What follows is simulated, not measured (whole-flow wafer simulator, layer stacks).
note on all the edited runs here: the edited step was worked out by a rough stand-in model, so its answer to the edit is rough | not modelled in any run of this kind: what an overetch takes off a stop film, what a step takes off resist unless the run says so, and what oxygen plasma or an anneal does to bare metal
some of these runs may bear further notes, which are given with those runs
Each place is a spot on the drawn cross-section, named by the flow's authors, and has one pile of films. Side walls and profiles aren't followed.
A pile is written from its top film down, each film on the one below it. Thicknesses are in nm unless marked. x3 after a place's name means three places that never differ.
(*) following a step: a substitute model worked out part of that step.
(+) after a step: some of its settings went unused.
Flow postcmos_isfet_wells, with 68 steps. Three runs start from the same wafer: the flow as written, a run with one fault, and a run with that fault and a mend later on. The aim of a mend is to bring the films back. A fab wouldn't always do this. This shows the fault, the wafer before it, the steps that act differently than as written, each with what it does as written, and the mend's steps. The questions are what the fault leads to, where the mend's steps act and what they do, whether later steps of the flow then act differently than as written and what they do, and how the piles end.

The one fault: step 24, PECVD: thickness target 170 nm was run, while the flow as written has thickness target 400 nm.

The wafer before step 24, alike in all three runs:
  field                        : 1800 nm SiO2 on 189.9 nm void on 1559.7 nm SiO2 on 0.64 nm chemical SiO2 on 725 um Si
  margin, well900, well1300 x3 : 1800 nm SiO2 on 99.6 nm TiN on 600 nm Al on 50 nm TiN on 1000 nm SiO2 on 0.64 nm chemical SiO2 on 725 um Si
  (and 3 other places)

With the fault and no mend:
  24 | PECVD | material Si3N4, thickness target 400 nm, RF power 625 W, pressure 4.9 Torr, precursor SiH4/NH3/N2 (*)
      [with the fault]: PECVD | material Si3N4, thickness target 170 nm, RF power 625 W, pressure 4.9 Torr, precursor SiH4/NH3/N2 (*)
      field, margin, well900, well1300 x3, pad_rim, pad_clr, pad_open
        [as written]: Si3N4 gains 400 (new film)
        [with the fault]: Si3N4 gains 170 (new film)
  Later steps of the flow acting differently than as written (1 more step, not shown, differs only slightly: by at most 2% or 0.5 nm, whichever is larger):
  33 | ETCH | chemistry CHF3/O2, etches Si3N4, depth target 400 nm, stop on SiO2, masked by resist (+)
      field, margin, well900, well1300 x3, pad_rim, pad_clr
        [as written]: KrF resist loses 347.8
        [with the fault]: KrF resist loses 221.7
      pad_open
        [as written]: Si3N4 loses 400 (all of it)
        [with the fault]: Si3N4 loses 170 (all of it)
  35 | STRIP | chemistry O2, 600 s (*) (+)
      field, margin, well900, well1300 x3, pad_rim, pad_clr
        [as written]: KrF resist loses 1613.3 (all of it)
        [with the fault]: KrF resist loses 1739.4 (all of it)
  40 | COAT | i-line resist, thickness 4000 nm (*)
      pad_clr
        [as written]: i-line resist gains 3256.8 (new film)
        [with the fault]: i-line resist gains 3328.8 (new film)
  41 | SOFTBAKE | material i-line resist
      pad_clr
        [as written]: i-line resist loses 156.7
        [with the fault]: i-line resist loses 133.9
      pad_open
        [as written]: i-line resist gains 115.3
        [with the fault]: i-line resist gains 105
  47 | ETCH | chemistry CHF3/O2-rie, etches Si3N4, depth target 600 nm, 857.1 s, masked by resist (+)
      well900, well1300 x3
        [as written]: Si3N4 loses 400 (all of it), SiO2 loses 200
        [with the fault]: Si3N4 loses 170 (all of it), SiO2 loses 430
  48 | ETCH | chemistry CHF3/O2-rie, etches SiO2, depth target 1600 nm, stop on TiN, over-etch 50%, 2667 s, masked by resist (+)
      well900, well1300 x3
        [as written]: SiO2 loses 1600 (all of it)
        [with the fault]: SiO2 loses 1370 (all of it)
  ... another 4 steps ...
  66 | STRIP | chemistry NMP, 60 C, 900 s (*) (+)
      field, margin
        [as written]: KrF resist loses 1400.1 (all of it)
        [with the fault]: KrF resist loses 1509.2 (all of it)
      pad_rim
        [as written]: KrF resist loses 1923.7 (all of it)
        [with the fault]: KrF resist loses 1975 (all of it)
  At field, margin, pad_rim, pad_clr, the piles at the end differ from the flow's by more than 2% or 0.5 nm, whichever is larger.
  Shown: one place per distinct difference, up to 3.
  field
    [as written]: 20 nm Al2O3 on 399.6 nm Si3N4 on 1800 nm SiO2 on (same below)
    [with the fault]: 20 nm Al2O3 on 169.6 nm Si3N4 on 1800 nm SiO2 on (same below)
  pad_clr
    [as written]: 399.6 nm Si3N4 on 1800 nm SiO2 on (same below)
    [with the fault]: 169.6 nm Si3N4 on 1800 nm SiO2 on (same below)

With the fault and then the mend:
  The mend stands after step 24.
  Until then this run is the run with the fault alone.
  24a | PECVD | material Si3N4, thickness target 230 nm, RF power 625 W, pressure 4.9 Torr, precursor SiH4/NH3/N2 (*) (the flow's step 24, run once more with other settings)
      field, margin, well900, well1300 x3, pad_rim, pad_clr, pad_open
        Si3N4 gains 230
  Every later step of the flow that is run acts as written at every place that is followed.
  By the end, the piles equal the flow's at every place that both follow.
